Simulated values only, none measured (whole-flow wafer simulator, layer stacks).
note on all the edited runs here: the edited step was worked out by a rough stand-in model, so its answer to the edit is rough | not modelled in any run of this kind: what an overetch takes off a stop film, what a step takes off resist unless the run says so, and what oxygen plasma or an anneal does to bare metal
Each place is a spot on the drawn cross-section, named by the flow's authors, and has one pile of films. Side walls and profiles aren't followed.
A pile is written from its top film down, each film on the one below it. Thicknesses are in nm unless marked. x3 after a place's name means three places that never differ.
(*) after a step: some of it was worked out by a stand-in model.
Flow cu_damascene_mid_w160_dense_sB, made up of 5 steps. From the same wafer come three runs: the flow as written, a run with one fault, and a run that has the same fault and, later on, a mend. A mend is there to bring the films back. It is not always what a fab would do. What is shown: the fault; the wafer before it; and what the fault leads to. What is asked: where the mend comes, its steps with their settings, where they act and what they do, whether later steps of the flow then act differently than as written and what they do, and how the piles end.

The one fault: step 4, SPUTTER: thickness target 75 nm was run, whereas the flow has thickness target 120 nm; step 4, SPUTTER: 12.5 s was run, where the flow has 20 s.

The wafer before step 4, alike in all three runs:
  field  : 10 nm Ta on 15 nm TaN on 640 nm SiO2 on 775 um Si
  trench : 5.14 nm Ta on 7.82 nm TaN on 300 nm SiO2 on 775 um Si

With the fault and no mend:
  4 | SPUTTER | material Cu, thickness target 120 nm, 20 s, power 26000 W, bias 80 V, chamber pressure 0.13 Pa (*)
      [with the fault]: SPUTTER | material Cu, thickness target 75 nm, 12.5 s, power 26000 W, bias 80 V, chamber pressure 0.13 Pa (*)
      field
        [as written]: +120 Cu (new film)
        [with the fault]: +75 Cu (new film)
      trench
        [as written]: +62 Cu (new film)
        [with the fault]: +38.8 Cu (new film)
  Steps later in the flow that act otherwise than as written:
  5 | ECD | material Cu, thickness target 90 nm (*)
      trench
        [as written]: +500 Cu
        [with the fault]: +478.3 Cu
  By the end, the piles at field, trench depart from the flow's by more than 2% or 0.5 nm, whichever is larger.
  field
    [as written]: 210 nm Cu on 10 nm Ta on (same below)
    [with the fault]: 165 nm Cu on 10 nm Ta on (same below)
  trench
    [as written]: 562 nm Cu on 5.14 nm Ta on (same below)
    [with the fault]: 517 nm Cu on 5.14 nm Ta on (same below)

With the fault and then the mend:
  The mend follows step 4.
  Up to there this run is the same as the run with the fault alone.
  4a | SPUTTER | material Cu, thickness target 45 nm, 7.5 s, power 26000 W, bias 80 V, chamber pressure 0.13 Pa (*) (the flow's step 4 again, with other settings)
      field
        +45 Cu
      trench
        +20 Cu
  None of the later steps of the flow differs from how it acts as written, at any place that is followed, by more than 2% or 0.5 nm, whichever is larger.
  At every place that both follow, the piles at the end match the flow's.
